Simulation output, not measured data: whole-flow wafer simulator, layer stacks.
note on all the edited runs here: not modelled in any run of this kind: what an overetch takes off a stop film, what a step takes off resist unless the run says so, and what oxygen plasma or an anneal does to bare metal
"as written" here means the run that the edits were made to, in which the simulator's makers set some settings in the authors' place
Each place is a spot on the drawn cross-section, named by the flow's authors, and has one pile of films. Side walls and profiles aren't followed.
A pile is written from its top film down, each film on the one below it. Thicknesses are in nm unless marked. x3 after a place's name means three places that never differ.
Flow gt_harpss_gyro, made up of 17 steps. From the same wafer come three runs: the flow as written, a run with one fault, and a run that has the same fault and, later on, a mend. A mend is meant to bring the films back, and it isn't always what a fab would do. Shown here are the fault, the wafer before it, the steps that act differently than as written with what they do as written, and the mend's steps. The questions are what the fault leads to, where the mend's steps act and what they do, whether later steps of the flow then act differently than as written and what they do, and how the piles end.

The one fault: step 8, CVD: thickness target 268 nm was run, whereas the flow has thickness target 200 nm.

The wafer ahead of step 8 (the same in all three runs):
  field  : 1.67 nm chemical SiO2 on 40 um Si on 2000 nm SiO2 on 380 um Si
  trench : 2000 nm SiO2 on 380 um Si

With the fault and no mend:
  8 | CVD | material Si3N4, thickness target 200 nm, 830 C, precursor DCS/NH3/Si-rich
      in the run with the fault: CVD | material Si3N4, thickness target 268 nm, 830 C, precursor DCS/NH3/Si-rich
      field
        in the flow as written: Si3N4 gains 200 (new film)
        in the run with the fault: Si3N4 gains 268 (new film)
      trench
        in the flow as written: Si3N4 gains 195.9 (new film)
        in the run with the fault: Si3N4 gains 262.2 (new film)
  Every later step of the flow that is run acts as written at every place that is followed.
  The piles end different from the flow's at field, trench by more than 2% or 0.5 nm, whichever is larger.
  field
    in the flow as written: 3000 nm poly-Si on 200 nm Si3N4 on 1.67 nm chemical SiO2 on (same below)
    in the run with the fault: 3000 nm poly-Si on 268 nm Si3N4 on 1.67 nm chemical SiO2 on (same below)
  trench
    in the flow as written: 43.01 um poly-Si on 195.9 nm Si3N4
    in the run with the fault: 43.01 um poly-Si on 262.2 nm Si3N4

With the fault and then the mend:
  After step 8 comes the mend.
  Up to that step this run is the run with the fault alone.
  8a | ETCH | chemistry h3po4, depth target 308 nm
      field
        Si3N4 loses 268 (all of it)
      trench
        Si3N4 loses 262.2 (all of it)
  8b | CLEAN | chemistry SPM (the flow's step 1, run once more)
      leaves every film unchanged at each place that is followed
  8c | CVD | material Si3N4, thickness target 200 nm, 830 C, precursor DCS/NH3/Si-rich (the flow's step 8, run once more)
      field
        Si3N4 gains 200 (new film)
      trench
        Si3N4 gains 195.9 (new film)
  Every later step of the flow that is run acts as written at every place that is followed.
  By the end, the piles equal the flow's at every place that both follow.
